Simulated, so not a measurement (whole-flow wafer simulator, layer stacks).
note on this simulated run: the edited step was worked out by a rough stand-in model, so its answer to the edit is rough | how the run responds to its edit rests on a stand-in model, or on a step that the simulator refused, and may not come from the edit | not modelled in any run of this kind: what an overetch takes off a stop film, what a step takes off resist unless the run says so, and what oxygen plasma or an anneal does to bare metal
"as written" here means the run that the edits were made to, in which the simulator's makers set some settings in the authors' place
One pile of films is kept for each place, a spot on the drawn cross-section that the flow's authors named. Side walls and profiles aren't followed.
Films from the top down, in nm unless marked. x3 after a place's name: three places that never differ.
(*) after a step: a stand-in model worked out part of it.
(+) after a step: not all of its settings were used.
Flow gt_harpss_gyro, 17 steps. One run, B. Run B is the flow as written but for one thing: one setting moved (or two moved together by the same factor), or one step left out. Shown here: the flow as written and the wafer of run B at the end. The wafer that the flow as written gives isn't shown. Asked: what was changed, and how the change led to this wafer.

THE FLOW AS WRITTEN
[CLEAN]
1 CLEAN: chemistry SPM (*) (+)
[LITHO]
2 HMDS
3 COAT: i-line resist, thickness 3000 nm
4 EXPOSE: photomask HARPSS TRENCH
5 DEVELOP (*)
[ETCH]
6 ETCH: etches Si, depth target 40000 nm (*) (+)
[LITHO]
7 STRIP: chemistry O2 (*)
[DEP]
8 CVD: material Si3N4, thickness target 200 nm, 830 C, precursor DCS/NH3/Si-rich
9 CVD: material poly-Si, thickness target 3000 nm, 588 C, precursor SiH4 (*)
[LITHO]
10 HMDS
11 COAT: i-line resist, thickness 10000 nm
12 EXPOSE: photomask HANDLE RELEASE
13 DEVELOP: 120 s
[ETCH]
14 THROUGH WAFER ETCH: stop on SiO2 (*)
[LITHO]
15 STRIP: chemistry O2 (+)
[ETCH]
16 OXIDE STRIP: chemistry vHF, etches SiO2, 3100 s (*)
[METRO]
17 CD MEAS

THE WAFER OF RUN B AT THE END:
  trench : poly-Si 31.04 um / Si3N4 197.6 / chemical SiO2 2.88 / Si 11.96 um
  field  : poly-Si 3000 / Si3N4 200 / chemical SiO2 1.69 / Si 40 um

The cause: step 6, ETCH: depth target 28040 nm was run, where the flow has depth target 40000 nm.

How the change led to this, step by step:
  6 ETCH: etches Si, depth target 40000 nm (*) (+)
      trench: chemical SiO2 -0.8 (all of it), Si -28.04 um (as written it would be: chemical SiO2 -0.8 (all of it), Si -40 um (all of it))
      field: i-line resist -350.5 (as written it would be: i-line resist -500)
  7 STRIP: chemistry O2 (*)
      trench: chemical SiO2 +2.88 (new film), Si -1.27 (as written it would be: nothing)
      field: i-line resist -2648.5 (all of it), chemical SiO2 +0.89, Si -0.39 (as written it would be: i-line resist -2498.9 (all of it), chemical SiO2 +0.87, Si -0.38)
  9 CVD: material poly-Si, thickness target 3000 nm, 588 C, precursor SiH4 (*)
      trench: poly-Si +31.04 um (new film) (as written it would be: poly-Si +43.01 um (new film))
